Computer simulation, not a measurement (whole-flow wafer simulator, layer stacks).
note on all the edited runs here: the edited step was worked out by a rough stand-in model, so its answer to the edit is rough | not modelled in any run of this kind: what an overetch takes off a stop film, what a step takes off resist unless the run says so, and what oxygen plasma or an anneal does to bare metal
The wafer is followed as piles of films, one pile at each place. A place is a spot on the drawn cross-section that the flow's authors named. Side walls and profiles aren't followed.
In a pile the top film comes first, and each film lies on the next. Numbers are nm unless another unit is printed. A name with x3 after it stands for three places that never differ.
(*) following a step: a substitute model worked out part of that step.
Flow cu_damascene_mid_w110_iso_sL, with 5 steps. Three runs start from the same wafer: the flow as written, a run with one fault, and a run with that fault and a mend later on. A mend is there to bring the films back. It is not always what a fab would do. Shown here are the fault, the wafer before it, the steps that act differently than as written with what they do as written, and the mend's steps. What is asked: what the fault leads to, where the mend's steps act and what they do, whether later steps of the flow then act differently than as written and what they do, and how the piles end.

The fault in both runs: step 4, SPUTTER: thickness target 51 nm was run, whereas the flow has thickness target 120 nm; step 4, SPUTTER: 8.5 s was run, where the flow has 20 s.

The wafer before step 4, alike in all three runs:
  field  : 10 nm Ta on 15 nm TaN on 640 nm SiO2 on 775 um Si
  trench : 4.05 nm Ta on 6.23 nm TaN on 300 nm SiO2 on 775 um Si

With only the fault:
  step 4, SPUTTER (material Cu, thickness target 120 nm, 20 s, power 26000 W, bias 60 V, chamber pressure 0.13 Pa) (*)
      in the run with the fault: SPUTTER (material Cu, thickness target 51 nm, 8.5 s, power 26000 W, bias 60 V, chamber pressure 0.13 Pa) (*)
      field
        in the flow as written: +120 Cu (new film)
        in the run with the fault: +51 Cu (new film)
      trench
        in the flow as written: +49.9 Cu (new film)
        in the run with the fault: +21.2 Cu (new film)
  Steps further on in the flow that do not act as written:
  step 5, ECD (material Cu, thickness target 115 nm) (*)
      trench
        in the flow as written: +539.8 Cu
        in the run with the fault: +499.5 Cu
  By the end, the piles at field, trench depart from the flow's by more than 2% or 0.5 nm, whichever is larger.
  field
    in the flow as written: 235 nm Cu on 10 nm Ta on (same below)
    in the run with the fault: 166 nm Cu on 10 nm Ta on (same below)
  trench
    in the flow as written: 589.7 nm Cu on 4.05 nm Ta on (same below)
    in the run with the fault: 520.7 nm Cu on 4.05 nm Ta on (same below)

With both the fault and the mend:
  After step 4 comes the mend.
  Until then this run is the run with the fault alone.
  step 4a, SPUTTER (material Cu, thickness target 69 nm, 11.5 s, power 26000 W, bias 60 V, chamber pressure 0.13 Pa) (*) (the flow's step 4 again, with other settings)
      field
        +69 Cu
      trench
        +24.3 Cu
  Every later step of the flow that is run acts as written, at every place that is followed, to within 2% or 0.5 nm, whichever is larger.
  The piles end the same as the flow's at every place that both follow.
